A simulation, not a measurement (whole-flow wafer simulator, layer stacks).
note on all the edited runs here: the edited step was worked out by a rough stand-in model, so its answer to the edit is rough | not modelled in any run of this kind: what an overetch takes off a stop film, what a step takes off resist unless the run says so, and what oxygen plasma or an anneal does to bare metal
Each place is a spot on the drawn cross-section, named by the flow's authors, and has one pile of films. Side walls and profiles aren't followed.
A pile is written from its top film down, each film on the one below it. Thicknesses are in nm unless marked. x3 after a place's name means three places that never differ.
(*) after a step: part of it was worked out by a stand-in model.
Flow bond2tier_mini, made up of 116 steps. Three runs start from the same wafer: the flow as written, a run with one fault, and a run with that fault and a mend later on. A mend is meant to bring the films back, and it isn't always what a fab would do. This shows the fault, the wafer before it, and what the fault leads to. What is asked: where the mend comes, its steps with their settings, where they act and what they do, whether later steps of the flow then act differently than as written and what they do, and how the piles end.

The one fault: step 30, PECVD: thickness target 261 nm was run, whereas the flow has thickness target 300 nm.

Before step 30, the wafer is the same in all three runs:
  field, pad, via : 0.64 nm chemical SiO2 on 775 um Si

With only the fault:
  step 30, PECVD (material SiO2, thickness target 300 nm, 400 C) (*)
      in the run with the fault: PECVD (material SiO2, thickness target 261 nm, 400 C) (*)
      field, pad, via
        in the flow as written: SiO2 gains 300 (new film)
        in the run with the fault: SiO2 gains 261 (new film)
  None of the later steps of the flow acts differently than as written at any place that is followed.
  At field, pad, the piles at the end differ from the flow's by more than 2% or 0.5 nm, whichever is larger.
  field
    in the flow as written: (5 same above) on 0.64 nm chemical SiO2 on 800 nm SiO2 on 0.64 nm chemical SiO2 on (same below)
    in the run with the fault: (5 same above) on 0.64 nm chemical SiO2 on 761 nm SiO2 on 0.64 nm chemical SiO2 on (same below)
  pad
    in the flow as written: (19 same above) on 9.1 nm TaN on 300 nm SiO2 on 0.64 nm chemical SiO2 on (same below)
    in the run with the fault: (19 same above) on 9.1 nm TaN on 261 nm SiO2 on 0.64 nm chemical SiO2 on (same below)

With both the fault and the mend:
  After step 30 comes the mend.
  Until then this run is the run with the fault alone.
  step 30a, PECVD (material SiO2, thickness target 39 nm, 400 C) (a further turn of the flow's step 30, with different settings)
      field, pad, via
        SiO2 gains 39
  None of the later steps of the flow acts differently than as written at any place that is followed.
  By the end, the piles equal the flow's at every place that both follow.
